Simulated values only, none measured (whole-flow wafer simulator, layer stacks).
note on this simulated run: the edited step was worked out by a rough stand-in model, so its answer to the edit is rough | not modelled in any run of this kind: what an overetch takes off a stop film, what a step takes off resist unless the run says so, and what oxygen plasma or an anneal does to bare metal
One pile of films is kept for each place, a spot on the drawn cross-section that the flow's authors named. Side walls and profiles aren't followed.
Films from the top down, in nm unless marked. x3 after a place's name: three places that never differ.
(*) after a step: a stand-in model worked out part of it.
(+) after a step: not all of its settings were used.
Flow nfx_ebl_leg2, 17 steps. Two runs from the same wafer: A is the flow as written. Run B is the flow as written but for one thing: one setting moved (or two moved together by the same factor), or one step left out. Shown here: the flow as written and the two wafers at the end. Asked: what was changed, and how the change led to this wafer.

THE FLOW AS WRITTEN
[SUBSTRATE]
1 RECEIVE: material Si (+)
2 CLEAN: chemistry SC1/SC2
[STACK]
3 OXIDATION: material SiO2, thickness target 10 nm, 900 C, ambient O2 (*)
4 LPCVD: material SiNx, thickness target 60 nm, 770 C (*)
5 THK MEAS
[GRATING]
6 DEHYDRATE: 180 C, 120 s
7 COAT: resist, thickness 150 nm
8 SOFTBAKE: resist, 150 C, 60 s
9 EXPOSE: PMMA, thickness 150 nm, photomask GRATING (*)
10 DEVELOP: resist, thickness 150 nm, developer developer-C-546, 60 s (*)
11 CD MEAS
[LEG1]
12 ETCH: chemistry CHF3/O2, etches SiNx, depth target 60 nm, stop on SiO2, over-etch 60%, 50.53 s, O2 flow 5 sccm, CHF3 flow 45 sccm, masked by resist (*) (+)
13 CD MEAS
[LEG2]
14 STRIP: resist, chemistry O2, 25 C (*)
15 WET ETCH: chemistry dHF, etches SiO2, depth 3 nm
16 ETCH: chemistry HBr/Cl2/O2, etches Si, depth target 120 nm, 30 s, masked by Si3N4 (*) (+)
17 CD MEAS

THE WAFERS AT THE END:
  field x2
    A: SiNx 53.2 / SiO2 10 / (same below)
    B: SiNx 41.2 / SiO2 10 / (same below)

The cause: step 4, LPCVD: thickness target 48 nm was run, where the flow has thickness target 60 nm.

How the change led to this, step by step:
  4 LPCVD: material SiNx, thickness target 60 nm, 770 C (*)
      field x2, pad x2: A SiNx +60 (new film) | B SiNx +48 (new film)
  12 ETCH: chemistry CHF3/O2, etches SiNx, depth target 60 nm, stop on SiO2, over-etch 60%, 50.53 s, O2 flow 5 sccm, CHF3 flow 45 sccm, masked by resist (*) (+)
      pad x2: A SiNx -60 (all of it), SiO2 -10 (all of it) | B SiNx -48 (all of it), SiO2 -10 (all of it)
